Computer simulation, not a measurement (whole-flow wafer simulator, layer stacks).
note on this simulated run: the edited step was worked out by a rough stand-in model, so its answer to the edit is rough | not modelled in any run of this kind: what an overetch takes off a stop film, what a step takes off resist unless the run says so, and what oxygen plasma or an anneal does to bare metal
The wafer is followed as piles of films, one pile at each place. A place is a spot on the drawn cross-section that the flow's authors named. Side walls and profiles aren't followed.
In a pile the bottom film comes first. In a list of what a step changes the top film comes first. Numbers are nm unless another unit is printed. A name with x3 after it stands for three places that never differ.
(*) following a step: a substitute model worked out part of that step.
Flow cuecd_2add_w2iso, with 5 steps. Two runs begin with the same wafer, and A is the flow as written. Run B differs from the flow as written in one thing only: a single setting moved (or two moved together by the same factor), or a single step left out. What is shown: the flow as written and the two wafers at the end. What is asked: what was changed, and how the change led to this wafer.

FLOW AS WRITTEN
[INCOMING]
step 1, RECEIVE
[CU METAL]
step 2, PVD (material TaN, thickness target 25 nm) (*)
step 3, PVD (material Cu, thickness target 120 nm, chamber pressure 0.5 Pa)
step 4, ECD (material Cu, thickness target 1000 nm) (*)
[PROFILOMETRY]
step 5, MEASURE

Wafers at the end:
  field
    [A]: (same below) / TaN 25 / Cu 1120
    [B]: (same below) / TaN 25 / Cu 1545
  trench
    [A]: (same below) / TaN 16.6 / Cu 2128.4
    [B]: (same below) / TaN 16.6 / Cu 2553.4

What caused this: step 4, ECD: thickness target 1425 nm was run, while the flow as written has thickness target 1000 nm.

The path from the change to this, step by step:
  step 4, ECD (material Cu, thickness target 1000 nm) (*)
      field: A +1000 Cu | B +1425 Cu
      trench: A +2047.6 Cu | B +2472.6 Cu
